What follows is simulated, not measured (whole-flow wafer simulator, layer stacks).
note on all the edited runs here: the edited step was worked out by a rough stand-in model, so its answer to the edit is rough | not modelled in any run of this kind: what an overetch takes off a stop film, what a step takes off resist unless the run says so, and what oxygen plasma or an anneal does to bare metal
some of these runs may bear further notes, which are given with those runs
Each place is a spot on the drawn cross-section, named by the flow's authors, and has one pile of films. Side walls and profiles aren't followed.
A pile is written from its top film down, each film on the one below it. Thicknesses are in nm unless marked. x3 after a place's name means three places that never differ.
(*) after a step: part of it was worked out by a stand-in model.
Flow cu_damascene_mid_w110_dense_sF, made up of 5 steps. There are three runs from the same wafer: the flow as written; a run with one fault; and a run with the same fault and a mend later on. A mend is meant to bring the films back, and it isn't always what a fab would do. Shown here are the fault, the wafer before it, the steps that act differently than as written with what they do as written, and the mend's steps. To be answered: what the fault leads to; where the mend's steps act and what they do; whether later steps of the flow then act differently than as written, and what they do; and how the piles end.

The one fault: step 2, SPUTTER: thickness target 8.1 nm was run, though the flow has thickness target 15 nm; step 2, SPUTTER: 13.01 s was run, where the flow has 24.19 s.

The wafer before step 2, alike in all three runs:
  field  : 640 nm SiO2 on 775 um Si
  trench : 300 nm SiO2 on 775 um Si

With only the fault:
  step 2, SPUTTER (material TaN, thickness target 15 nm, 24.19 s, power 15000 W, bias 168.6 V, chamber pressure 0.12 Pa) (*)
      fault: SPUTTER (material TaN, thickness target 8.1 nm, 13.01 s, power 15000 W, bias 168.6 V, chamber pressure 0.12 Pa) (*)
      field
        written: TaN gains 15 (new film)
        fault: TaN gains 8.1 (new film)
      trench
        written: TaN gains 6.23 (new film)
        fault: TaN gains 3.36 (new film)
  Steps later in the flow that act otherwise than as written (2 more steps, not shown, differ only slightly: by at most 2% or 0.5 nm, whichever is larger):
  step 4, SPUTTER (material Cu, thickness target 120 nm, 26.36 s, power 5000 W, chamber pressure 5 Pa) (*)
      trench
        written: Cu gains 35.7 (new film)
        fault: Cu gains 36.5 (new film)
  At field, trench, the piles at the end differ from the flow's by more than 2% or 0.5 nm, whichever is larger.
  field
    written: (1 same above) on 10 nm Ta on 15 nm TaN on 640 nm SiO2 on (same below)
    fault: (1 same above) on 10 nm Ta on 8.1 nm TaN on 640 nm SiO2 on (same below)
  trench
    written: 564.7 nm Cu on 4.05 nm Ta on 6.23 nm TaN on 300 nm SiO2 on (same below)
    fault: 560.6 nm Cu on 4.13 nm Ta on 3.36 nm TaN on 300 nm SiO2 on (same below)

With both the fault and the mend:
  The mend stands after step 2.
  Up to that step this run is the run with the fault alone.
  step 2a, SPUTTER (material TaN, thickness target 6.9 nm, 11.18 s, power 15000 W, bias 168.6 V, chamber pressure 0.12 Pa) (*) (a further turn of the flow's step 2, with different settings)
      field
        TaN gains 6.9
      trench
        TaN gains 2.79
  Every later step of the flow that is run acts as written, at every place that is followed, to within 2% or 0.5 nm, whichever is larger.
  At the end the piles are close to the flow's at the places that both follow, differing by at most 2% or 0.5 nm, whichever is larger.
